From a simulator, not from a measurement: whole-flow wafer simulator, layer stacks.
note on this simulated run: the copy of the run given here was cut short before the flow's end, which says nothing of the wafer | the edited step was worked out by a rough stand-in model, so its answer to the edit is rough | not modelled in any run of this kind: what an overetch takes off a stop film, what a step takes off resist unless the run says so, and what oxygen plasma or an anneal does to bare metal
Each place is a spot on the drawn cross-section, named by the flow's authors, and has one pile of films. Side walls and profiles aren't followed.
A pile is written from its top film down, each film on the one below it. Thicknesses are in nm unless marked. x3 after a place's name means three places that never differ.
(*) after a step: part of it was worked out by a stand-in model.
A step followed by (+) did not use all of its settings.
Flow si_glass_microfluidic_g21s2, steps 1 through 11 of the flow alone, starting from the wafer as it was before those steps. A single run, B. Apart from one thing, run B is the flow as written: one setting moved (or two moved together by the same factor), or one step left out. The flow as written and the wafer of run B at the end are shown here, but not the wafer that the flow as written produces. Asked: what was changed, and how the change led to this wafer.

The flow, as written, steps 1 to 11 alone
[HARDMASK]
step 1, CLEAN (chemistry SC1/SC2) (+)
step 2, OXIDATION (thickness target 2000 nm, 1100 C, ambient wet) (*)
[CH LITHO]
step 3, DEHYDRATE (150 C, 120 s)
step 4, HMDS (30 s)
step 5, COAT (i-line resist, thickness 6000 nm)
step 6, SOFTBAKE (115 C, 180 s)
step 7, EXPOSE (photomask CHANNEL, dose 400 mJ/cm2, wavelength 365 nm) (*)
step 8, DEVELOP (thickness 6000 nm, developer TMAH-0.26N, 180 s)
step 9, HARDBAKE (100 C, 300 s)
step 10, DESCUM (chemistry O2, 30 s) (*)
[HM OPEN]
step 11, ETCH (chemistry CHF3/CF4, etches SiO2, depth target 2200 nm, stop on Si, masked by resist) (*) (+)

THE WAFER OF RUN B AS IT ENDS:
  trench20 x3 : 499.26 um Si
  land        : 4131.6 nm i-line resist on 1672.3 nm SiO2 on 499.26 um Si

The reason: step 2, OXIDATION: 1045 C was run, whereas the flow has 1100 C.

How this came from the change, step by step:
  step 2, OXIDATION (thickness target 2000 nm, 1100 C, ambient wet) (*)
      land, trench20 x3: +1672.3 SiO2 (new film), -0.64 chemical SiO2 (all of it), -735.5 Si (as written it would have been: +2000 SiO2 (new film), -0.64 chemical SiO2 (all of it), -879.7 Si)
  step 11, ETCH (chemistry CHF3/CF4, etches SiO2, depth target 2200 nm, stop on Si, masked by resist) (*) (+)
      trench20 x3: -1672.3 SiO2 (all of it) (as written it would have been: -2000 SiO2 (all of it))
